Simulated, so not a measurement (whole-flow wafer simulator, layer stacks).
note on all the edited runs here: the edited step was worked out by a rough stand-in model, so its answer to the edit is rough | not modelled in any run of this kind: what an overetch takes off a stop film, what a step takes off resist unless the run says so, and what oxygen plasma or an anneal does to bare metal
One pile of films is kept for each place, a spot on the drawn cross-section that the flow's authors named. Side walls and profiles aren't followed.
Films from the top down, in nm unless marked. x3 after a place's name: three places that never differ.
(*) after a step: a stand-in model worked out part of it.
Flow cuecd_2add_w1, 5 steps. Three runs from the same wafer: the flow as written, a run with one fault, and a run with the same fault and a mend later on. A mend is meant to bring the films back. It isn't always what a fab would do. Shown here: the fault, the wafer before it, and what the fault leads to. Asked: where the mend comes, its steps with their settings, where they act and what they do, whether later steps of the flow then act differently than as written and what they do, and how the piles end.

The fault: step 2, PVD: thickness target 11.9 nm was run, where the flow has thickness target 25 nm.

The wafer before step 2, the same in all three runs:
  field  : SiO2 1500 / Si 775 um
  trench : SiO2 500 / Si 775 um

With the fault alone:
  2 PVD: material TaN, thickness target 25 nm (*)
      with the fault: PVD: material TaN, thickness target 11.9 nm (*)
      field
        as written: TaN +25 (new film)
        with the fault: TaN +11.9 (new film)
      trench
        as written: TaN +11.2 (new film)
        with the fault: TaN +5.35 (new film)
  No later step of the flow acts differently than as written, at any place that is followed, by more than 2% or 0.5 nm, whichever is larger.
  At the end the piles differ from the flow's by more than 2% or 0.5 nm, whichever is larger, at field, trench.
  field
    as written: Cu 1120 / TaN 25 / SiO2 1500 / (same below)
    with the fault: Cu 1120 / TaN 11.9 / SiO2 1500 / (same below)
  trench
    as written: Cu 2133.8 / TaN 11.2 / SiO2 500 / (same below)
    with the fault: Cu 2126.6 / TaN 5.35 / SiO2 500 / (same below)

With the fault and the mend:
  The mend comes after step 2.
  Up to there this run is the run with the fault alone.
  2a PVD: material TaN, thickness target 13.1 nm (*) (the flow's step 2 once more, with other settings)
      field
        TaN +13.1
      trench
        TaN +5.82
  No later step of the flow acts differently than as written at any place that is followed.
  At the end the piles are the same as the flow's at every place that both follow.
